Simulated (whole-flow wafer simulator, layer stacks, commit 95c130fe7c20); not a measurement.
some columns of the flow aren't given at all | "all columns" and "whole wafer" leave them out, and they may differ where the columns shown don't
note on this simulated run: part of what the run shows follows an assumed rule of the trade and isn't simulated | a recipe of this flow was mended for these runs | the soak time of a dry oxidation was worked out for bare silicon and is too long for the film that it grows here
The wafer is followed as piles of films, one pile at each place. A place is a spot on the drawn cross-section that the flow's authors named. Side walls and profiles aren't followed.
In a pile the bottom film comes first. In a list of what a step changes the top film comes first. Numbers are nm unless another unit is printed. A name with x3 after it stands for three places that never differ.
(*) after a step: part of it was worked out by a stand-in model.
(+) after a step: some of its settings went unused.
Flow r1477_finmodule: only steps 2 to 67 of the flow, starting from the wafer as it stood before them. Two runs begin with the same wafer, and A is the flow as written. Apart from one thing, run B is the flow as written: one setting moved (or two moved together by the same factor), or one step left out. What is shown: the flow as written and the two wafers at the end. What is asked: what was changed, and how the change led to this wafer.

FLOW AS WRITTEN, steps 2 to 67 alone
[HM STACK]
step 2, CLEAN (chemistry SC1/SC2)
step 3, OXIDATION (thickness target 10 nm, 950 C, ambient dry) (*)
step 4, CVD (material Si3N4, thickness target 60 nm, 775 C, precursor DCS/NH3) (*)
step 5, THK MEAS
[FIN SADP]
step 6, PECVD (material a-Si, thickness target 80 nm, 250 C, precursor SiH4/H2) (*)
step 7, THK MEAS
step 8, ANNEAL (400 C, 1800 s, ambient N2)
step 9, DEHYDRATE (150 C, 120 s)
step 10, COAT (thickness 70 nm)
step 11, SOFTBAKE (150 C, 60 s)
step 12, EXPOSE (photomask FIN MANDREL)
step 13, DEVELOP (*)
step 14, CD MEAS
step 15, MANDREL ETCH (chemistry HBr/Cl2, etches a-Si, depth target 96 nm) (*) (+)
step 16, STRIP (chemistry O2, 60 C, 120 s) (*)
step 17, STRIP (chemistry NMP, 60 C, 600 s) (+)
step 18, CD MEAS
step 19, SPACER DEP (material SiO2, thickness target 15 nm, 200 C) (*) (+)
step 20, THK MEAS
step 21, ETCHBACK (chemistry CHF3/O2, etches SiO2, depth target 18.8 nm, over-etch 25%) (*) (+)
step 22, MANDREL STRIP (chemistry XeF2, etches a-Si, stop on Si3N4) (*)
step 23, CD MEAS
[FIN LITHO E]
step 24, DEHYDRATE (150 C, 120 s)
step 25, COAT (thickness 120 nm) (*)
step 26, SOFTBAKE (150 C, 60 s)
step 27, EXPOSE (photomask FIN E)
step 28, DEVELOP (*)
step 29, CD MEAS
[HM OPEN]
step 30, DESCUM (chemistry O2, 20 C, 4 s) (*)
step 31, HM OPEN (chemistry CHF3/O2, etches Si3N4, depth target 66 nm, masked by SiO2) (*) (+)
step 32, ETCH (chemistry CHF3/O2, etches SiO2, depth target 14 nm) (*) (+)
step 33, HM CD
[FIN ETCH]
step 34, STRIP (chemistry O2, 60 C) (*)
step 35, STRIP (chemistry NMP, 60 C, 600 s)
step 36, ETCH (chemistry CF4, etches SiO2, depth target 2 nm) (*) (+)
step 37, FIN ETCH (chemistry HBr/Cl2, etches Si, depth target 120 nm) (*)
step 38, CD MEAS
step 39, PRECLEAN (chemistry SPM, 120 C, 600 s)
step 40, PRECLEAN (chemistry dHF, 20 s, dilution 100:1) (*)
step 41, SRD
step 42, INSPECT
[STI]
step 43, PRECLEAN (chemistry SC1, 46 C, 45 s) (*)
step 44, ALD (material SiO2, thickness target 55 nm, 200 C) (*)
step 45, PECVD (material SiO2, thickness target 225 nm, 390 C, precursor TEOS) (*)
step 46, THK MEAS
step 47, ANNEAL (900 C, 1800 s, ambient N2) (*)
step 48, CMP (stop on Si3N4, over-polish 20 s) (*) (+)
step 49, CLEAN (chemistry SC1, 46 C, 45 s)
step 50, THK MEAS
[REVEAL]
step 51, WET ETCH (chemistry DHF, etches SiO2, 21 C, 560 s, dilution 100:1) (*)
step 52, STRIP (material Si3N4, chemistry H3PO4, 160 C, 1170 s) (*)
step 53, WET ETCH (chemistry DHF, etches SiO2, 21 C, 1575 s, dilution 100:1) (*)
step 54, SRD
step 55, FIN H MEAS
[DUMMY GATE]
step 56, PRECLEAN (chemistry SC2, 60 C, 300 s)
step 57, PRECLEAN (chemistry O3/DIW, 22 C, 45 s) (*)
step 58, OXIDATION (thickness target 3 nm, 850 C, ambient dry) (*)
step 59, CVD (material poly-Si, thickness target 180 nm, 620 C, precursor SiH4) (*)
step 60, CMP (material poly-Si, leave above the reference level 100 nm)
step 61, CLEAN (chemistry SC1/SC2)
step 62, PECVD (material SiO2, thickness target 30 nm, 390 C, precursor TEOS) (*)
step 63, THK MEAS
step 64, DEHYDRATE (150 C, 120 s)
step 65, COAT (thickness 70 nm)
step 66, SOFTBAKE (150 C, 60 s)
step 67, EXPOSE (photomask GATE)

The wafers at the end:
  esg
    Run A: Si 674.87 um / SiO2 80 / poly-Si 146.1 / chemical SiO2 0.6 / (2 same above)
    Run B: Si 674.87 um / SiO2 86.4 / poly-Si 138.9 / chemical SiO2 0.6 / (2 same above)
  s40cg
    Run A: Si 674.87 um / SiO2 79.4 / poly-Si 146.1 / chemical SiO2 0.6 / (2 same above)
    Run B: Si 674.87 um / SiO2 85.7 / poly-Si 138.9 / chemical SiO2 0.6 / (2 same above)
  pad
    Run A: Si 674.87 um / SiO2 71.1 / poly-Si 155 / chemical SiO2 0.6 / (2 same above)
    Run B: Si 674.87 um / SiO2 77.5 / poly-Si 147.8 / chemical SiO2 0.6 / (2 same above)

What caused this: step 4, CVD: thickness target 67.2 nm was run, while the flow as written has thickness target 60 nm.

Step by step, how the change led to this:
  step 4, CVD (material Si3N4, thickness target 60 nm, 775 C, precursor DCS/NH3) (*)
      pad, padg, elg and 33 more: A +60 Si3N4 (new film) | B +67.2 Si3N4 (new film)
  step 31, HM OPEN (chemistry CHF3/O2, etches Si3N4, depth target 66 nm, masked by SiO2) (*) (+)
      s40cg, s45cg, s50cg, s40co, s45co, s50co: A -60 Si3N4 (all of it), -3 SiO2 | B -66 Si3N4
      pad, padg, esg and 13 more: A -54.1 Si3N4 (all of it), -5.95 SiO2 | B -61.3 Si3N4 (all of it), -2.35 SiO2
  step 32, ETCH (chemistry CHF3/O2, etches SiO2, depth target 14 nm) (*) (+)
      s40cg, s45cg, s50cg, s40co, s45co, s50co: A -7 SiO2 (all of it), -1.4 Si | B -1.2 Si3N4 (all of it), -10 SiO2 (all of it), -0.55 Si
      pad, padg, esg and 13 more: A -4.05 SiO2 (all of it), -1.99 Si | B -7.65 SiO2 (all of it), -1.27 Si
  step 44, ALD (material SiO2, thickness target 55 nm, 200 C) (*)
      esg, e40sg, e100sg, e200sg, eso, e40so, e100so, e200so: A +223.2 SiO2 (new film) | B +229.7 SiO2 (new film)
      s40cg, s45cg, s50cg, s40co, s45co, s50co: A +263.2 SiO2 (new film) | B +269.5 SiO2 (new film)
      (also at 6 further places)
  step 48, CMP (stop on Si3N4, over-polish 20 s) (*) (+)
      pad, padg: A -79.4 SiO2 | B -73 SiO2
  step 52, STRIP (material Si3N4, chemistry H3PO4, 160 C, 1170 s) (*)
      elg, e40lg, e100lg, e200lg, elo, e40lo, e100lo, e200lo: A -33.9 Si3N4 (all of it), -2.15 SiO2 | B -41.1 Si3N4 (all of it), -1.92 SiO2
      s40sg_line, s45sg_line, s50sg_line, s40so_line, s45so_line, s50so_line: A -55.1 Si3N4 (all of it), -1.49 SiO2 | B -62.3 Si3N4 (all of it), -1.26 SiO2
  step 59, CVD (material poly-Si, thickness target 180 nm, 620 C, precursor SiH4) (*)
      esg, e40sg, e100sg and 15 more: A +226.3 poly-Si (new film) | B +219.1 poly-Si (new film)
      e200sg, e200so: A +219.2 poly-Si (new film) | B +212 poly-Si (new film)
  step 60, CMP (material poly-Si, leave above the reference level 100 nm)
      pad, padg: A -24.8 poly-Si | B -32 poly-Si
